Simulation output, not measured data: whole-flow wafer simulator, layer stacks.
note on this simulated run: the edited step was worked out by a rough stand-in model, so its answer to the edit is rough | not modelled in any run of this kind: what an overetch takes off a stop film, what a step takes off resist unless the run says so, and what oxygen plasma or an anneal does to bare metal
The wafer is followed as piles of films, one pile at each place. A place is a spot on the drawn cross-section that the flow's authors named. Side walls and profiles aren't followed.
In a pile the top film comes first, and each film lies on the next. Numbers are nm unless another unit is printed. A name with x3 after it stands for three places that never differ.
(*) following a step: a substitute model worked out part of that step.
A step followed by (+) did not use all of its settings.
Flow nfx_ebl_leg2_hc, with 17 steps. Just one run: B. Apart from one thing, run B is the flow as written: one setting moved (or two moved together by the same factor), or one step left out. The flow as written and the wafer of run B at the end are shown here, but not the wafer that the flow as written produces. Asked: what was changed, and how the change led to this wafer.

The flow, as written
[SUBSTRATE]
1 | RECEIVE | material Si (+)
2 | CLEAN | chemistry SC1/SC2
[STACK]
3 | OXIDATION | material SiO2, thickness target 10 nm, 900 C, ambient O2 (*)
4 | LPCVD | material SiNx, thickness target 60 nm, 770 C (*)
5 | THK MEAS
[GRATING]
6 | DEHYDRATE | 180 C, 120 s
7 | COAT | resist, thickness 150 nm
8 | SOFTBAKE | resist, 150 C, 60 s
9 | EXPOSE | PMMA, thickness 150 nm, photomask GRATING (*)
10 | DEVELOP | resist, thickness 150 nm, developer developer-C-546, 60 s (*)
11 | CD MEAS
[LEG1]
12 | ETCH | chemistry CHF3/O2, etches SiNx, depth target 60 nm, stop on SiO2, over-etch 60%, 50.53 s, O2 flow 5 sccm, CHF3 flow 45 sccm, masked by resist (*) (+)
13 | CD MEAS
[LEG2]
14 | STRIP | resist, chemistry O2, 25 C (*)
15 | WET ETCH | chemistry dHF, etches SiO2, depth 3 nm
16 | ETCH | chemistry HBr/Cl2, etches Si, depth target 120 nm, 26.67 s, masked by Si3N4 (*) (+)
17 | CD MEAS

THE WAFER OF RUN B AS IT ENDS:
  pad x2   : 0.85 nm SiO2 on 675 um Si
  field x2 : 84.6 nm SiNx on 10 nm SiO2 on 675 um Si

Cause: step 4, LPCVD: thickness target 96 nm was run, though the flow has thickness target 60 nm.

How this came from the change, step by step:
  4 | LPCVD | material SiNx, thickness target 60 nm, 770 C (*)
      field x2, pad x2: +96 SiNx (new film) (as written it would have been: +60 SiNx (new film))
  12 | ETCH | chemistry CHF3/O2, etches SiNx, depth target 60 nm, stop on SiO2, over-etch 60%, 50.53 s, O2 flow 5 sccm, CHF3 flow 45 sccm, masked by resist (*) (+)
      pad x2: -96 SiNx (all of it) (as written it would have been: -60 SiNx (all of it), -10 SiO2 (all of it))
  14 | STRIP | resist, chemistry O2, 25 C (*)
      pad x2: nothing (as written it would have been: +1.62 chemical SiO2 (new film), -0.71 Si)
  15 | WET ETCH | chemistry dHF, etches SiO2, depth 3 nm
      pad x2: -3 SiO2 (as written it would have been: -1.62 chemical SiO2 (all of it))
  16 | ETCH | chemistry HBr/Cl2, etches Si, depth target 120 nm, 26.67 s, masked by Si3N4 (*) (+)
      pad x2: -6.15 SiO2 (as written it would have been: -120 Si)
